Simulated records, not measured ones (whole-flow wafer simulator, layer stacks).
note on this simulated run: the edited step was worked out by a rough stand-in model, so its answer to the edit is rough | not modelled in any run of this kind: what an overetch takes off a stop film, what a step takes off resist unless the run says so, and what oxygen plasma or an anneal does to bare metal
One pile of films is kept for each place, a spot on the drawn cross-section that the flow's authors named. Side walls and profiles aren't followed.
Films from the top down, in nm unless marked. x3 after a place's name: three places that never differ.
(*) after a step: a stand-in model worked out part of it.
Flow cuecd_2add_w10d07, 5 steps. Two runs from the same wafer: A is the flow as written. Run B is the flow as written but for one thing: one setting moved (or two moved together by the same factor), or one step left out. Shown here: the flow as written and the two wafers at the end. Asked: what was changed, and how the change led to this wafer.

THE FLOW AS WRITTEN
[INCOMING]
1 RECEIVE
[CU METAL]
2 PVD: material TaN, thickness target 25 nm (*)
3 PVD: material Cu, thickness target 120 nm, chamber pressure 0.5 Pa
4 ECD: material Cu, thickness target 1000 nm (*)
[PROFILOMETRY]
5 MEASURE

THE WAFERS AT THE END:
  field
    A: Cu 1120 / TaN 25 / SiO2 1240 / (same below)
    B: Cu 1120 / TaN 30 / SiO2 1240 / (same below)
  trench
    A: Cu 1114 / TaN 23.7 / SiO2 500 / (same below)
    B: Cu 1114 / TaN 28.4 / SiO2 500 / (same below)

The cause: step 2, PVD: thickness target 30 nm was run, where the flow has thickness target 25 nm.
It can be read off the wafer: field has TaN 30, and step 2 as written asks for 25 nm.

How the change led to this, step by step:
  2 PVD: material TaN, thickness target 25 nm (*)
      field: A TaN +25 (new film) | B TaN +30 (new film)
      trench: A TaN +23.7 (new film) | B TaN +28.4 (new film)
